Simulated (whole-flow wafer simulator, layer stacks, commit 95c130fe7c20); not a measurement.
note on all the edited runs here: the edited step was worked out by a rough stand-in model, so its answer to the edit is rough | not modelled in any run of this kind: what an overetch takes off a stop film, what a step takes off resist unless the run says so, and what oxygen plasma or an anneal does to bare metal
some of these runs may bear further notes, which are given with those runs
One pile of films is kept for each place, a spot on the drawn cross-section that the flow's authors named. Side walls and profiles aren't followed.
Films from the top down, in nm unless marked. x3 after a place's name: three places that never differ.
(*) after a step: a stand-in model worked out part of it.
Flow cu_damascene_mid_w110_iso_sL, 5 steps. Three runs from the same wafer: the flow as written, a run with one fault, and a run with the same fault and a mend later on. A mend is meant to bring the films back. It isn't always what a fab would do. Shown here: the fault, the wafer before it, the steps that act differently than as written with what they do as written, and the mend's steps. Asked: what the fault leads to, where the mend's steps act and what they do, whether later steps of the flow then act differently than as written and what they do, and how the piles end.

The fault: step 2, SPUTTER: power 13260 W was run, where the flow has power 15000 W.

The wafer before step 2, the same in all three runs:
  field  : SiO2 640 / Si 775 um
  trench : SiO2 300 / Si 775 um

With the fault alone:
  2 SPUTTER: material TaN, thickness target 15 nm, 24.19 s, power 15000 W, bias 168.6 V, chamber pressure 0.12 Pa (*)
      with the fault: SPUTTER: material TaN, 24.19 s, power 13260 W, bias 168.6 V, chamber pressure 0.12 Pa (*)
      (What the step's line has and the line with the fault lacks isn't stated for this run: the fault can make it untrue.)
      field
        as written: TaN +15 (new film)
        with the fault: TaN +13.3 (new film)
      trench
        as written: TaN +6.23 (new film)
        with the fault: TaN +5.51 (new film)
  No later step of the flow acts differently than as written, at any place that is followed, by more than 2% or 0.5 nm, whichever is larger.
  At the end the piles differ from the flow's by more than 2% or 0.5 nm, whichever is larger, at field, trench.
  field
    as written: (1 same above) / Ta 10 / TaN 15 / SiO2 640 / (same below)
    with the fault: (1 same above) / Ta 10 / TaN 13.3 / SiO2 640 / (same below)
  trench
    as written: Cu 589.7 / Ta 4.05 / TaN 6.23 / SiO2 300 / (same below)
    with the fault: Cu 588.7 / Ta 4.07 / TaN 5.51 / SiO2 300 / (same below)

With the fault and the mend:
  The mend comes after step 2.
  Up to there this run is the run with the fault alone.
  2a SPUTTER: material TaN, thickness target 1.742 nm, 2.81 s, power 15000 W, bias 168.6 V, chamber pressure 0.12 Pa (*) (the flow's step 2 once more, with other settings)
      field
        TaN +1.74
      trench
        TaN +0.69
  No later step of the flow acts differently than as written at any place that is followed.
  At the end the piles differ from the flow's only slightly at the places that both follow, by at most 2% or 0.5 nm, whichever is larger.
